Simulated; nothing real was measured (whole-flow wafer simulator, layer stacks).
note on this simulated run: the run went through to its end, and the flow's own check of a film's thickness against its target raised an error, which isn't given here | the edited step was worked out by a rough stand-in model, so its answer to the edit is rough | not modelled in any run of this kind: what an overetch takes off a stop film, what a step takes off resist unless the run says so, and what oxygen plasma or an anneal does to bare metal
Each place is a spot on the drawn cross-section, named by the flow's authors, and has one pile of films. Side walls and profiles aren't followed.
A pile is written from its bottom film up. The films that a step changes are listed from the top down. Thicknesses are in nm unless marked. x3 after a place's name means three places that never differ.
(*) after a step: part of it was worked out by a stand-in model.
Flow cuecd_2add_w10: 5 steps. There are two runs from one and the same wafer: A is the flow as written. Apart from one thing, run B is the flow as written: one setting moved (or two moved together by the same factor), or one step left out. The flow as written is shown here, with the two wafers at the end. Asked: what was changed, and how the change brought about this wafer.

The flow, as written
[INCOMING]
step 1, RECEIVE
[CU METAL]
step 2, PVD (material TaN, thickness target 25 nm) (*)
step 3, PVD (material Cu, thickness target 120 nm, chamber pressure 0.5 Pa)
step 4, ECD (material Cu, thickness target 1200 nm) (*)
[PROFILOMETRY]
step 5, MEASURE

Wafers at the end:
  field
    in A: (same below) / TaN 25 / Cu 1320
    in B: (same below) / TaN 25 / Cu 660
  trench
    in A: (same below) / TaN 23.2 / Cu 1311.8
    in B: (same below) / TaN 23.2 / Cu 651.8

The reason: step 4, ECD: thickness target 540 nm was run, whereas the flow has thickness target 1200 nm.

The path from the change to this, step by step:
  step 4, ECD (material Cu, thickness target 1200 nm) (*)
      field, trench: A Cu gains 1200 | B Cu gains 540
